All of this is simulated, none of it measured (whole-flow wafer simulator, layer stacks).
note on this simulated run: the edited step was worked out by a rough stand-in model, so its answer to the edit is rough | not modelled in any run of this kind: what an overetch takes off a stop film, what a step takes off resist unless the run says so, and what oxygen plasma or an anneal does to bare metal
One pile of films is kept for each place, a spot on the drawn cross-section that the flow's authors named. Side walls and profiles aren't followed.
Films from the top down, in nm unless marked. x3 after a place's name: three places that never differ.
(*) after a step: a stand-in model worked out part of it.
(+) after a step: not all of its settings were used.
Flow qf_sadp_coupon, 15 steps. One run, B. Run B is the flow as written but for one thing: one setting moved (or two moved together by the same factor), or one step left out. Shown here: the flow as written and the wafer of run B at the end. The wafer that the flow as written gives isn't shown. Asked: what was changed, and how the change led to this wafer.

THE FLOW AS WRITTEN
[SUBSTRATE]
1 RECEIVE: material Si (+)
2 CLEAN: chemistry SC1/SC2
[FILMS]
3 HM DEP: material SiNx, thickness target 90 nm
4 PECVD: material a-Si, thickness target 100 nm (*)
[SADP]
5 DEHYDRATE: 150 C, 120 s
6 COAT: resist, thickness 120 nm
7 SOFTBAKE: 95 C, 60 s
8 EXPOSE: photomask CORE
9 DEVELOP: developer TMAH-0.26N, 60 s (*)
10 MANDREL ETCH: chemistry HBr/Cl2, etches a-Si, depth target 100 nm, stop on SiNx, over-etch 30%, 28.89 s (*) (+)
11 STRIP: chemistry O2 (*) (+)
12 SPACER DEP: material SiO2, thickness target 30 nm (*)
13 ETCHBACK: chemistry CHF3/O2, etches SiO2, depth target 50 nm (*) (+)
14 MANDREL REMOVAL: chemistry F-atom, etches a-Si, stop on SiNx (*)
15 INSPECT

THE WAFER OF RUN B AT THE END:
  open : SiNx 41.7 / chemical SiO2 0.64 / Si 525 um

The cause: step 13, ETCHBACK: depth target 76.2 nm was run, where the flow has depth target 50 nm.

How the change led to this, step by step:
  13 ETCHBACK: chemistry CHF3/O2, etches SiO2, depth target 50 nm (*) (+)
      m: SiO2 -30 (all of it), chemical SiO2 -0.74 (all of it), a-Si -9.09 (as written it would be: SiO2 -30 (all of it), chemical SiO2 -0.74 (all of it), a-Si -3.85)
      open: SiO2 -30 (all of it), SiNx -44 (as written it would be: SiO2 -30 (all of it), SiNx -19)
  14 MANDREL REMOVAL: chemistry F-atom, etches a-Si, stop on SiNx (*)
      m: a-Si -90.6 (all of it) (as written it would be: a-Si -95.8 (all of it))
